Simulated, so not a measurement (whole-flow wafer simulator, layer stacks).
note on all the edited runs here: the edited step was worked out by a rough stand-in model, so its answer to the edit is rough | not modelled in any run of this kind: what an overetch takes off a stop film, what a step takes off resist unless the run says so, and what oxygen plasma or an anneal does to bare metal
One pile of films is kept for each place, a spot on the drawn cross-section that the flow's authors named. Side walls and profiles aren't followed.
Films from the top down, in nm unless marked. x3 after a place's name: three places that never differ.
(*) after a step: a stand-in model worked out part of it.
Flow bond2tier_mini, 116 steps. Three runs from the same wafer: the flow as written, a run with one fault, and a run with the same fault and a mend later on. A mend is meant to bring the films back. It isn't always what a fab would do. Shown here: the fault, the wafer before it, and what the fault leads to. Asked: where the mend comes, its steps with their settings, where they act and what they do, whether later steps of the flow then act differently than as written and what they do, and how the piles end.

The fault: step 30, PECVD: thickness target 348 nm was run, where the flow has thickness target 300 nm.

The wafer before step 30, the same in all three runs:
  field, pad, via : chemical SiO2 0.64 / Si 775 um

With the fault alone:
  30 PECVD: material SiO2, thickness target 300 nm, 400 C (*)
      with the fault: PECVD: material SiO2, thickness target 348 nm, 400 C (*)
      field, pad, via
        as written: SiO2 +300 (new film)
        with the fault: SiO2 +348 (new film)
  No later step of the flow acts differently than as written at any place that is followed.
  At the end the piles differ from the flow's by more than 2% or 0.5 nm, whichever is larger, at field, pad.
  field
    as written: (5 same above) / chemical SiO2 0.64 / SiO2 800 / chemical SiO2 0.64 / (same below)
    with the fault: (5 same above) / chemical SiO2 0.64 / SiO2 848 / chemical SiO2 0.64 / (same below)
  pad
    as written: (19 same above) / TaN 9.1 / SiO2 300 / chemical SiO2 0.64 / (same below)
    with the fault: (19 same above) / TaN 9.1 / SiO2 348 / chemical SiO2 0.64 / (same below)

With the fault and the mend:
  The mend comes after step 30.
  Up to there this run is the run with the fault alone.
  30a ETCH: chemistry CHF3/CF4-rie, etches SiO2, depth target 48 nm (the flow's step 9 once more, with other settings)
      field, pad, via
        SiO2 -48
  No later step of the flow acts differently than as written at any place that is followed.
  At the end the piles are the same as the flow's at every place that both follow.
